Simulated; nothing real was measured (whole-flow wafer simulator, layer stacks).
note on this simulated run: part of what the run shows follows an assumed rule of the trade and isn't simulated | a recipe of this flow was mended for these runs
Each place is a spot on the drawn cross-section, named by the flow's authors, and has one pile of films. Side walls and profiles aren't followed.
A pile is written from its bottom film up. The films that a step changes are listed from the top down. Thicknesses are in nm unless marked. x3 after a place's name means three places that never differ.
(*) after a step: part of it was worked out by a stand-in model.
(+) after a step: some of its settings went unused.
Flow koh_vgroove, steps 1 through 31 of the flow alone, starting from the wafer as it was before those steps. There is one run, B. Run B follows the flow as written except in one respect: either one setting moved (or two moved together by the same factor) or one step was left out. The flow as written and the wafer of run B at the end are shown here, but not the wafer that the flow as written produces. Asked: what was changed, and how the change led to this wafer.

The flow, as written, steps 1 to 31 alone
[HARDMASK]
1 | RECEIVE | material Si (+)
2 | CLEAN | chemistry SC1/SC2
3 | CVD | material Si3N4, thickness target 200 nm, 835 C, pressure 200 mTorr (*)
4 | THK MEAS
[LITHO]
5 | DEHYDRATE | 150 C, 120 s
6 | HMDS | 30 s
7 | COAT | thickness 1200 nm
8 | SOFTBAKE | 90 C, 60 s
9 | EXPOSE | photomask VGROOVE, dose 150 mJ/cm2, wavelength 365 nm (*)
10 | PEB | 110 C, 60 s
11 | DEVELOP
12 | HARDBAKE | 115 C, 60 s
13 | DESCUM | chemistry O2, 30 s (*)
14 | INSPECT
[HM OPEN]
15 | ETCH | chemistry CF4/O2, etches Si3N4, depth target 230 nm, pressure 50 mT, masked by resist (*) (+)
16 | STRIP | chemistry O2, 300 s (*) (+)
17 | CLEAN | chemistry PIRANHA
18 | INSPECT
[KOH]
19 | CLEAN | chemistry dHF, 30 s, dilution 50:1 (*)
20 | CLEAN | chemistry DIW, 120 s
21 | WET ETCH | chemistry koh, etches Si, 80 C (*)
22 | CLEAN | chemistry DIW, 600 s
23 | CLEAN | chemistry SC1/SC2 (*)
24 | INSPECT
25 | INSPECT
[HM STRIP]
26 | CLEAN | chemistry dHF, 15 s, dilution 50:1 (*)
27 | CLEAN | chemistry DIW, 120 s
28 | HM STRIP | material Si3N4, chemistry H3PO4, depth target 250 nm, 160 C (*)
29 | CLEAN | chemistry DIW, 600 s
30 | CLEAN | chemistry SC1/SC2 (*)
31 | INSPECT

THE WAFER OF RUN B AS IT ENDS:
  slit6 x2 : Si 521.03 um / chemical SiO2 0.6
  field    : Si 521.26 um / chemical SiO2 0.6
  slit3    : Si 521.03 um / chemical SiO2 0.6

Cause: step 3, CVD: 584.5 C was run, while the flow as written has 835 C.

How this came from the change, step by step:
  3 | CVD | material Si3N4, thickness target 200 nm, 835 C, pressure 200 mTorr (*)
      field, slit3, slit2, slit6 x2: +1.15 Si3N4 (new film) (as written it would have been: +200 Si3N4 (new film))
  15 | ETCH | chemistry CF4/O2, etches Si3N4, depth target 230 nm, pressure 50 mT, masked by resist (*) (+)
      slit3, slit2, slit6 x2: -1.15 Si3N4 (all of it), -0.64 chemical SiO2 (all of it), -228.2 Si (as written it would have been: -200 Si3N4 (all of it), -0.64 chemical SiO2 (all of it), -29.4 Si)
  21 | WET ETCH | chemistry koh, etches Si, 80 C (*)
      field: -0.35 Si3N4 (all of it), -0.64 chemical SiO2 (all of it), -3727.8 Si (as written it would have been: -0.25 Si3N4)
      slit3: -3727.8 Si (as written it would have been: -2222.2 Si)
      (also at 1 further place)
  23 | CLEAN | chemistry SC1/SC2 (*)
      field: +0.6 chemical SiO2 (new film), -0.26 Si (as written it would have been: nothing)
  26 | CLEAN | chemistry dHF, 15 s, dilution 50:1 (*)
      field: -0.6 chemical SiO2 (all of it) (as written it would have been: -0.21 Si3N4)
  28 | HM STRIP | material Si3N4, chemistry H3PO4, depth target 250 nm, 160 C (*)
      field: +0.5 chemical SiO2 (new film), -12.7 Si (as written it would have been: -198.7 Si3N4 (all of it), -0.14 chemical SiO2, -2.75 Si)
